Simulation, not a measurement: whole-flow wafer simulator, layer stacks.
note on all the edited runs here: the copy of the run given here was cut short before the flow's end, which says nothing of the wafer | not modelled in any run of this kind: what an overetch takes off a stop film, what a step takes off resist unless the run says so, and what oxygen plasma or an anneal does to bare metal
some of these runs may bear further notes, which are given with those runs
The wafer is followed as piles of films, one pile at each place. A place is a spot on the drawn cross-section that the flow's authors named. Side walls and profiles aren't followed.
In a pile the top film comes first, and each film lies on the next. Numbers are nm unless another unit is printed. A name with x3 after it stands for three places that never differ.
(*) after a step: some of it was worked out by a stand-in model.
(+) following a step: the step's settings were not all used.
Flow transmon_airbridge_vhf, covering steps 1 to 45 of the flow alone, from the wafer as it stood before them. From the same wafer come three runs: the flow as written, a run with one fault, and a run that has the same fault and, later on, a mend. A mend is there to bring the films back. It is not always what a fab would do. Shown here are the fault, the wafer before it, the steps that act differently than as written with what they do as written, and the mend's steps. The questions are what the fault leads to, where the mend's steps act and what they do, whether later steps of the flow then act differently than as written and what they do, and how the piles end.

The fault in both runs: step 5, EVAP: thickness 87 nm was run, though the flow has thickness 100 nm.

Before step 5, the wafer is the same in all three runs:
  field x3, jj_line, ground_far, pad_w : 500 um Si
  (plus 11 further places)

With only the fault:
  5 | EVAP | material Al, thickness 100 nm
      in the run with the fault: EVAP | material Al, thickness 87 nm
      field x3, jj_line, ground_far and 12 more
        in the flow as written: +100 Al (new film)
        in the run with the fault: +87 Al (new film)
  Later steps of the flow acting differently than as written (19 other steps are not shown; they differ only slightly, by no more than 2% or 0.5 nm, whichever is larger):
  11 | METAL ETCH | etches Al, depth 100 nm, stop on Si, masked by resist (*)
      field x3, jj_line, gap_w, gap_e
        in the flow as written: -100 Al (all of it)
        in the run with the fault: -87 Al (all of it)
  The piles end different from the flow's at ground_far, pad_w, flank_w and 8 more by more than 2% or 0.5 nm, whichever is larger.
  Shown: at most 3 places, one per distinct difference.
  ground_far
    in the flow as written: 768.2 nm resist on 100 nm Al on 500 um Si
    in the run with the fault: 768.2 nm resist on 87 nm Al on 500 um Si
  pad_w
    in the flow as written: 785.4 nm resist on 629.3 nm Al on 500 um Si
    in the run with the fault: 785.3 nm resist on 616.3 nm Al on 500 um Si
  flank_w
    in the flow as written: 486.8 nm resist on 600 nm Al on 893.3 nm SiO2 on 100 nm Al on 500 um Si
    in the run with the fault: 488.3 nm resist on 600 nm Al on 893.3 nm SiO2 on 87 nm Al on 500 um Si

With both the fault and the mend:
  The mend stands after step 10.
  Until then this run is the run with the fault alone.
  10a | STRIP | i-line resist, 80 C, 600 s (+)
      ground_far, pad_w, flank_w and 8 more
        -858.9 i-line resist (all of it)
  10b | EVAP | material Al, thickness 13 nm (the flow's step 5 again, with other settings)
      field x3, jj_line, ground_far and 12 more
        +13 Al
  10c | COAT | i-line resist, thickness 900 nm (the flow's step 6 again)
      field x3, jj_line, ground_far and 12 more
        +900 i-line resist (new film)
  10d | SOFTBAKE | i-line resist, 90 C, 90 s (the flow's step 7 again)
      leaves every film unchanged at each place that is followed
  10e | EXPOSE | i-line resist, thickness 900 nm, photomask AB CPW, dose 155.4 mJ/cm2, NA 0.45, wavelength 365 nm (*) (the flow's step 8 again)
      leaves every film unchanged at each place that is followed
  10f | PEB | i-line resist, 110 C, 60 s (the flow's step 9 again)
      field x3, jj_line, ground_far and 12 more
        -41 i-line resist
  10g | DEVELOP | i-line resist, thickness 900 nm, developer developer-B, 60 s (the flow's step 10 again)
      ground_far, pad_w, flank_w and 8 more
        -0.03 i-line resist
      field x3, jj_line, gap_w, gap_e
        -859 i-line resist (all of it)
  None of the later steps of the flow acts differently than as written at any place that is followed.
  The piles end the same as the flow's at every place that both follow.
